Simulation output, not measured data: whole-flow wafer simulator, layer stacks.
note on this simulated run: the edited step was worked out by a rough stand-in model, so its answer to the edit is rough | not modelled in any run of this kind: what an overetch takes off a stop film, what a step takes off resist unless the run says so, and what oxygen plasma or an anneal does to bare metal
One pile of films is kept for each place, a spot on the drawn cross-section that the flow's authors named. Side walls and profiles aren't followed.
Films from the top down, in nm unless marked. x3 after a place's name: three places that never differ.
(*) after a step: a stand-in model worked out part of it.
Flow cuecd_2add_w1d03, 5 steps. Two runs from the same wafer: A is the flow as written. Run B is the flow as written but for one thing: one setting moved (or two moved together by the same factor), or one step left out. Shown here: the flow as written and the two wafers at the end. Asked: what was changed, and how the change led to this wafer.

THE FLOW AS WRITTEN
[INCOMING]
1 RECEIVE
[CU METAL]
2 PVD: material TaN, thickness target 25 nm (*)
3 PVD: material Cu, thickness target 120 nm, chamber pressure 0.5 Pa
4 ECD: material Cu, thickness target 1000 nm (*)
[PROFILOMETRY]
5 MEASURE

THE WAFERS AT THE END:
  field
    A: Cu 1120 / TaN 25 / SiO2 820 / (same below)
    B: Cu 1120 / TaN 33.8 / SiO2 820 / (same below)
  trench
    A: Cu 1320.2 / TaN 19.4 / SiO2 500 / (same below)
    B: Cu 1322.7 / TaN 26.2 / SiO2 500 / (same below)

The cause: step 2, PVD: thickness target 33.8 nm was run, where the flow has thickness target 25 nm.
It can be read off the wafer: field has TaN 33.8, and step 2 as written asks for 25 nm.

How the change led to this, step by step:
  2 PVD: material TaN, thickness target 25 nm (*)
      field: A TaN +25 (new film) | B TaN +33.8 (new film)
      trench: A TaN +19.4 (new film) | B TaN +26.2 (new film)
